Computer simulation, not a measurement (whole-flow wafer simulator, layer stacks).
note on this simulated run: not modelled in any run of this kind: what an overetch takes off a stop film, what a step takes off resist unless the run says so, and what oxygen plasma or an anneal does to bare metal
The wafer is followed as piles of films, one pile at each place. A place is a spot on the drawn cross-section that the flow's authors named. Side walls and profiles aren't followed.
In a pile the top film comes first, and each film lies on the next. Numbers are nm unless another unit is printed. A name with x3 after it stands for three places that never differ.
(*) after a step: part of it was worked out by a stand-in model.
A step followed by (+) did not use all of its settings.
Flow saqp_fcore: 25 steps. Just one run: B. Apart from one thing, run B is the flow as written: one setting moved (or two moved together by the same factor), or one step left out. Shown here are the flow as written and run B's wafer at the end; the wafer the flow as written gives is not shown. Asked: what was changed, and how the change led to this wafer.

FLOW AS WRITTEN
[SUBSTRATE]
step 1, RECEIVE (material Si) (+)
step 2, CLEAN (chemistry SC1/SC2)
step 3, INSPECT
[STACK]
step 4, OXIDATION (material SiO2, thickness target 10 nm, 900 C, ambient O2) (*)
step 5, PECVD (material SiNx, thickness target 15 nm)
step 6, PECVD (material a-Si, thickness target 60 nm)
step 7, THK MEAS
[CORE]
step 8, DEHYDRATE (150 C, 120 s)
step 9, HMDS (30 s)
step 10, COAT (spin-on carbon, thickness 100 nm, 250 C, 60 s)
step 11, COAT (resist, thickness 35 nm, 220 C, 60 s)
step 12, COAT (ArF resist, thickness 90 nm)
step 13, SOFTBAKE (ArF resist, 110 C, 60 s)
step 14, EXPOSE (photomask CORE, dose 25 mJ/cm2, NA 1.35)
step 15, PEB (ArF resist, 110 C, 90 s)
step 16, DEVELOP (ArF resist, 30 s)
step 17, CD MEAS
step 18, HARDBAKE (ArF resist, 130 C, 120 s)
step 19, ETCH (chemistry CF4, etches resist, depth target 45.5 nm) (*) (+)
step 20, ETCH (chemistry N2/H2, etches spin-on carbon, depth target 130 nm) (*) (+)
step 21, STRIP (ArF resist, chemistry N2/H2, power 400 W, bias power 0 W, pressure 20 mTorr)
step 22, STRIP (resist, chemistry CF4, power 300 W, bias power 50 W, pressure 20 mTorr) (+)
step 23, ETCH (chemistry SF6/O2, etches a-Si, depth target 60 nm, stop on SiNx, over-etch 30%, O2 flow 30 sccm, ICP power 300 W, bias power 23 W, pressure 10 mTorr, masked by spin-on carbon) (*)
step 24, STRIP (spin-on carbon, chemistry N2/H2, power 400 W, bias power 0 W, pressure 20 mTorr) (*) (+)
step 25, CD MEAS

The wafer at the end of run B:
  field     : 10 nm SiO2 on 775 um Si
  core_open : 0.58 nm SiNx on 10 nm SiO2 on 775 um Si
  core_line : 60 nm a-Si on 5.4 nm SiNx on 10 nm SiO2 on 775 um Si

What caused this: step 5, PECVD: thickness target 5.4 nm was run, whereas the flow has thickness target 15 nm.
One can read it off the wafer: core_line has SiNx 5.4, and step 5 as written asks for 15 nm.

Step by step, how the change led to this:
  step 5, PECVD (material SiNx, thickness target 15 nm)
      field, core_open, core_line: +5.4 SiNx (new film) (as written it would have been: +15 SiNx (new film))
  step 23, ETCH (chemistry SF6/O2, etches a-Si, depth target 60 nm, stop on SiNx, over-etch 30%, O2 flow 30 sccm, ICP power 300 W, bias power 23 W, pressure 10 mTorr, masked by spin-on carbon) (*)
      field: -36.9 a-Si (all of it), -5.4 SiNx (all of it) (as written it would have been: -36.9 a-Si (all of it), -5.14 SiNx)
